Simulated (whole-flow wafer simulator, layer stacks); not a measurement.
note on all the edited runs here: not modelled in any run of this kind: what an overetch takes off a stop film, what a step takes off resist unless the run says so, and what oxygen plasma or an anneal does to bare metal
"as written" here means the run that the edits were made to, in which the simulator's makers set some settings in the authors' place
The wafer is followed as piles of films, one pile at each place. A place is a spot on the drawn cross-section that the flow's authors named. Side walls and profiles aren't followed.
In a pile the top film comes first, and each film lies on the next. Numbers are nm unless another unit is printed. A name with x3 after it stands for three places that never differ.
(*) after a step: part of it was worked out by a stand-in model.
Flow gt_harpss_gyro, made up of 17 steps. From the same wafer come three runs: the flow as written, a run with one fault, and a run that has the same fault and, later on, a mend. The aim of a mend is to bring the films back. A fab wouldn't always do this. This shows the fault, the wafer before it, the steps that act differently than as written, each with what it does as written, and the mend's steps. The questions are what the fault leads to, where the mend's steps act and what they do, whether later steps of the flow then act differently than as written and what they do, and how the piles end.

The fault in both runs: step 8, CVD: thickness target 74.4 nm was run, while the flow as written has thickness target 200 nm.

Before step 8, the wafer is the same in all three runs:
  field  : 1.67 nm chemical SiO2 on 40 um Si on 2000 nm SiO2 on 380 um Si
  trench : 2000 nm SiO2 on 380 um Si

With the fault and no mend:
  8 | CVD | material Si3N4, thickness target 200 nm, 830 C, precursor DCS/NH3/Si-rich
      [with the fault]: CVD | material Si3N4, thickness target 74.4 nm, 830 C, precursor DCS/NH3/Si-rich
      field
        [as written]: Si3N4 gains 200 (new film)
        [with the fault]: Si3N4 gains 74.4 (new film)
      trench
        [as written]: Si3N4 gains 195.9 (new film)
        [with the fault]: Si3N4 gains 73 (new film)
  Later steps of the flow acting differently than as written:
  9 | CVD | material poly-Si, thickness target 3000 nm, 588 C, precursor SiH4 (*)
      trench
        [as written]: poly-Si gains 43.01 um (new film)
        [with the fault]: poly-Si gains 43 um (new film)
  At field, trench, the piles at the end differ from the flow's by more than 2% or 0.5 nm, whichever is larger.
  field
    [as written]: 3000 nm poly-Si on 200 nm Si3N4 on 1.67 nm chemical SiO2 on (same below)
    [with the fault]: 3000 nm poly-Si on 74.4 nm Si3N4 on 1.67 nm chemical SiO2 on (same below)
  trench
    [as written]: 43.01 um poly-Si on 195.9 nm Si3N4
    [with the fault]: 43 um poly-Si on 73 nm Si3N4

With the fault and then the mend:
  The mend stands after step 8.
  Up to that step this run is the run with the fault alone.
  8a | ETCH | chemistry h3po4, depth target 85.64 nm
      field
        Si3N4 loses 74.4 (all of it)
      trench
        Si3N4 loses 73 (all of it)
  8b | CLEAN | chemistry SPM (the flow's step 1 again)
      does not change any film at any place that is followed
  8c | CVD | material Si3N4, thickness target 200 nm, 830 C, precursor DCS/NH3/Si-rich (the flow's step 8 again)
      field
        Si3N4 gains 200 (new film)
      trench
        Si3N4 gains 195.9 (new film)
  None of the later steps of the flow acts differently than as written at any place that is followed.
  By the end, the piles equal the flow's at every place that both follow.
